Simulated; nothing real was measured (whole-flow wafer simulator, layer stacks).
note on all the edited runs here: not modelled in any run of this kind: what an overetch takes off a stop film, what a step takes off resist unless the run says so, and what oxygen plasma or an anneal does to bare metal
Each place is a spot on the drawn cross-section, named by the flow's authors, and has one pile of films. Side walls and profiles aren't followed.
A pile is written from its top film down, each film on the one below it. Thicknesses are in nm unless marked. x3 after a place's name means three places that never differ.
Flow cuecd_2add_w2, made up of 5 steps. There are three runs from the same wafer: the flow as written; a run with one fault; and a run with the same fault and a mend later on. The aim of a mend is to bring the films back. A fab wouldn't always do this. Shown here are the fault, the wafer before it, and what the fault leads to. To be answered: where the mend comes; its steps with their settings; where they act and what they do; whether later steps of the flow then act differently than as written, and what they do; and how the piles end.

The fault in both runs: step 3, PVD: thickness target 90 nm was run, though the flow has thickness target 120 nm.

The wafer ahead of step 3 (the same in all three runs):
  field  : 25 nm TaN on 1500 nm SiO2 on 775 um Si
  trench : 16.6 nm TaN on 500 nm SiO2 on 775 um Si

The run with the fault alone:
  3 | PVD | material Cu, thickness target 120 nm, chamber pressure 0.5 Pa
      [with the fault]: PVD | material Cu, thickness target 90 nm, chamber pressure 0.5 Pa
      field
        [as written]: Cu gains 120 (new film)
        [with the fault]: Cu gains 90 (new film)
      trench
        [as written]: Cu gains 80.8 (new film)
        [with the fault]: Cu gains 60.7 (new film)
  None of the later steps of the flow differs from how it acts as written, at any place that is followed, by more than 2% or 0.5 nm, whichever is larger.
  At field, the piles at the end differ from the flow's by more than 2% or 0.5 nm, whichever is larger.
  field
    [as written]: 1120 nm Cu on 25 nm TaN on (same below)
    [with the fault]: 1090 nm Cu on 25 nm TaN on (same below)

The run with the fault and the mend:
  The mend stands after step 3.
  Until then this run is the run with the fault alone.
  3a | PVD | material Cu, thickness target 30 nm, chamber pressure 0.5 Pa (the flow's step 3, run once more with other settings)
      field
        Cu gains 30
      trench
        Cu gains 19.7
  None of the later steps of the flow differs from how it acts as written, at any place that is followed, by more than 2% or 0.5 nm, whichever is larger.
  The piles end the same as the flow's at every place that both follow.
